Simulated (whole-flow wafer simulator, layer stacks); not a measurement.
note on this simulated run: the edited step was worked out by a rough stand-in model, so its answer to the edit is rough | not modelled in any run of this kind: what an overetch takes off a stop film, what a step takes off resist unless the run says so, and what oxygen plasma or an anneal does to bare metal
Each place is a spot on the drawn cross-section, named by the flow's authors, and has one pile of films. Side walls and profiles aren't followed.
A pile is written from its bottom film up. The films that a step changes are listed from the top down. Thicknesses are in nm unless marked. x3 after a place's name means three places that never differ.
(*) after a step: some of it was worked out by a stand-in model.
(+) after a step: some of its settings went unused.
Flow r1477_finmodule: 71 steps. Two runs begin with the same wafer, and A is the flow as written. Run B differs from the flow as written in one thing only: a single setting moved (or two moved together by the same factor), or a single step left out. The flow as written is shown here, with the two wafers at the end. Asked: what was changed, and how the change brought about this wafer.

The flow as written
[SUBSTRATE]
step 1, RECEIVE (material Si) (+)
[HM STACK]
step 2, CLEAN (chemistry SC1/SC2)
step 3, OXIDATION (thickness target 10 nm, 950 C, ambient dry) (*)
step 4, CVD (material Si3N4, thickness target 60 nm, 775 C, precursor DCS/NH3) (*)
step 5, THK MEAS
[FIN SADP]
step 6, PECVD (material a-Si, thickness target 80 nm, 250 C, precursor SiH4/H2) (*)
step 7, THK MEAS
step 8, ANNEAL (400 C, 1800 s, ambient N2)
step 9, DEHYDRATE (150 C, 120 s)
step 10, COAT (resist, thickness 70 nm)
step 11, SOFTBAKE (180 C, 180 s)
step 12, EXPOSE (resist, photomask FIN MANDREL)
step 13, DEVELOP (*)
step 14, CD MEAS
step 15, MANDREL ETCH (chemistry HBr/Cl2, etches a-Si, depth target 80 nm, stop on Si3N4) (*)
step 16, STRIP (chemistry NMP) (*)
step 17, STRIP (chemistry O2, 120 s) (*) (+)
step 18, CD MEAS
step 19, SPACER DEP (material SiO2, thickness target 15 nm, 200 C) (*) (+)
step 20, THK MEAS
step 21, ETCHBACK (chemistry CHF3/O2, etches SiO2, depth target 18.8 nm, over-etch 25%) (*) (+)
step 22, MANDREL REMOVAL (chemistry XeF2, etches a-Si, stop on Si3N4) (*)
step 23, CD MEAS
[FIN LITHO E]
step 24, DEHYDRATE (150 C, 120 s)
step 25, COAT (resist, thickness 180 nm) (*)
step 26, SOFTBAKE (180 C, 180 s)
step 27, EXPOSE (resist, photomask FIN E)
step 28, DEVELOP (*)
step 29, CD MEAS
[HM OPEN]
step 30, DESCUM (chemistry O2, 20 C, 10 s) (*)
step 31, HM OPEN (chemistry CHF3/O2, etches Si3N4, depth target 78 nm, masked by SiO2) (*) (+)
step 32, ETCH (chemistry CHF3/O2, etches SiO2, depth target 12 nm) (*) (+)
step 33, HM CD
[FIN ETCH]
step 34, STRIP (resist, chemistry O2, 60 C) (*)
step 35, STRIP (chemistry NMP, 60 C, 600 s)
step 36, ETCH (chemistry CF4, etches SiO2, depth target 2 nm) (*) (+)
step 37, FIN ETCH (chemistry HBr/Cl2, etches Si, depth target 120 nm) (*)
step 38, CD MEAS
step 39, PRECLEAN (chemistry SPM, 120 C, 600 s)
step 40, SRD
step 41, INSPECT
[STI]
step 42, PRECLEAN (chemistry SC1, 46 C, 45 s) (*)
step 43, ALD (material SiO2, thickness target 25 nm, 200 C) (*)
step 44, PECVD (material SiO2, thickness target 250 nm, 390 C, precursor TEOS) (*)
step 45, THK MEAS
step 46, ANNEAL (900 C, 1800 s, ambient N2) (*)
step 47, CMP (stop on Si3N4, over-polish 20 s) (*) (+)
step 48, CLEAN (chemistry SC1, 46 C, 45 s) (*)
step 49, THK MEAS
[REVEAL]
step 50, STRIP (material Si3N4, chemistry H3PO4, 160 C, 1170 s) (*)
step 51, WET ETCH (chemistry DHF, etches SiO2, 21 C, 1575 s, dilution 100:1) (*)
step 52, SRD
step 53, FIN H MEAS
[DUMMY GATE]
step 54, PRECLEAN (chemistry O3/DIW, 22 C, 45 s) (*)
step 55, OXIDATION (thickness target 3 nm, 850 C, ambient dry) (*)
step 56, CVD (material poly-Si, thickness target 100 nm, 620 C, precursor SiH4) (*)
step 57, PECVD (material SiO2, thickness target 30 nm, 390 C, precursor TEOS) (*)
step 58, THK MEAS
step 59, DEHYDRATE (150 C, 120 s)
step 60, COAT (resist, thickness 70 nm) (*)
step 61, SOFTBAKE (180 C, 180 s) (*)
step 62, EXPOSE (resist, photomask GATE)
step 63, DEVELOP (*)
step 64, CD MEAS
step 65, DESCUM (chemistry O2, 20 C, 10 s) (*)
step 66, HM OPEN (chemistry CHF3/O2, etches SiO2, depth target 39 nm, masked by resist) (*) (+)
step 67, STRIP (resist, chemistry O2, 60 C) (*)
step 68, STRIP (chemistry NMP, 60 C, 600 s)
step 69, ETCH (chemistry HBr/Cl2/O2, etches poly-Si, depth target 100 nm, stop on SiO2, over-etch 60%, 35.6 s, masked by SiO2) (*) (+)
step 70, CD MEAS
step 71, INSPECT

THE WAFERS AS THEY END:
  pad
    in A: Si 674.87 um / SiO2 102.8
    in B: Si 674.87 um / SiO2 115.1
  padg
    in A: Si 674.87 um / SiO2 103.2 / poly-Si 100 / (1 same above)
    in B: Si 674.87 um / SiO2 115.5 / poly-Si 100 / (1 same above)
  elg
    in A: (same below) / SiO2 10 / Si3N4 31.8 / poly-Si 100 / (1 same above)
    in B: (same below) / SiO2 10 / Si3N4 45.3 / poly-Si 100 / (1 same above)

The reason: step 4, CVD: thickness target 73.5 nm was run, while the flow as written has thickness target 60 nm.

The path from the change to this, step by step:
  step 4, CVD (material Si3N4, thickness target 60 nm, 775 C, precursor DCS/NH3) (*)
      pad, padg, elg and 33 more: A +60 Si3N4 (new film) | B +73.5 Si3N4 (new film)
  step 31, HM OPEN (chemistry CHF3/O2, etches Si3N4, depth target 78 nm, masked by SiO2) (*) (+)
      pad, padg, esg and 13 more: A -56.4 Si3N4 (all of it), -10 SiO2 (all of it) | B -69.9 Si3N4 (all of it), -4.06 SiO2
      s40cg, s45cg, s50cg, s40co, s45co, s50co: A -60 Si3N4 (all of it), -9 SiO2 | B -73.5 Si3N4 (all of it), -2.25 SiO2
  step 32, ETCH (chemistry CHF3/O2, etches SiO2, depth target 12 nm) (*) (+)
      pad, padg, e40sg and 11 more: A -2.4 Si | B -5.94 SiO2 (all of it), -1.21 Si
      esg, eso: A -1.77 Si | B -5.94 SiO2 (all of it), -1.21 Si
      (also at 6 further places)
  step 43, ALD (material SiO2, thickness target 25 nm, 200 C) (*)
      s40cg, s45cg, s50cg, s40co, s45co, s50co: A +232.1 SiO2 (new film) | B +244.2 SiO2 (new film)
      esg: A +194.3 SiO2 (new film) | B +207.2 SiO2 (new film)
  step 47, CMP (stop on Si3N4, over-polish 20 s) (*) (+)
      pad, padg, e40sg and 11 more: A -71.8 SiO2 | B -59.4 SiO2
      eso: A -72.4 SiO2 | B -59.4 SiO2
  step 50, STRIP (material Si3N4, chemistry H3PO4, 160 C, 1170 s) (*)
      s40sg_line, s45sg_line, s50sg_line, s40so_line, s45so_line, s50so_line: A -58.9 Si3N4 (all of it), -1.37 SiO2 | B -72.4 Si3N4 (all of it), -0.94 SiO2
  step 56, CVD (material poly-Si, thickness target 100 nm, 620 C, precursor SiH4) (*)
      s40cg, s40co: A +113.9 poly-Si (new film) | B +100.4 poly-Si (new film)
      s45cg, s45co: A +113.4 poly-Si (new film) | B +100 poly-Si (new film)
      (also at 2 further places)
  step 60, COAT (resist, thickness 70 nm) (*)
      s40sg, s40so: A +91 resist (new film) | B +77.9 resist (new film)
      s45sg, s45so: A +91 resist (new film) | B +78 resist (new film)
      (also at 2 further places)
  step 63, DEVELOP (*)
      s40so: A -91 resist (all of it) | B -77.9 resist (all of it)
      s45so: A -91 resist (all of it) | B -78 resist (all of it)
      (also at 1 further place)
  step 67, STRIP (resist, chemistry O2, 60 C) (*)
      s40sg: A -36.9 resist (all of it) | B -23.8 resist (all of it)
      s45sg: A -36.9 resist (all of it) | B -23.9 resist (all of it)
      (also at 3 further places)
  step 69, ETCH (chemistry HBr/Cl2/O2, etches poly-Si, depth target 100 nm, stop on SiO2, over-etch 60%, 35.6 s, masked by SiO2) (*) (+)
      s40co: A -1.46 chemical SiO2 (all of it), -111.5 poly-Si (all of it), -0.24 SiO2 | B -1.46 chemical SiO2 (all of it), -98 poly-Si (all of it), -0.4 SiO2
      s45co: A -1.46 chemical SiO2 (all of it), -110.9 poly-Si (all of it), -0.25 SiO2 | B -1.46 chemical SiO2 (all of it), -97.6 poly-Si (all of it), -0.42 SiO2
      (also at 1 further place)
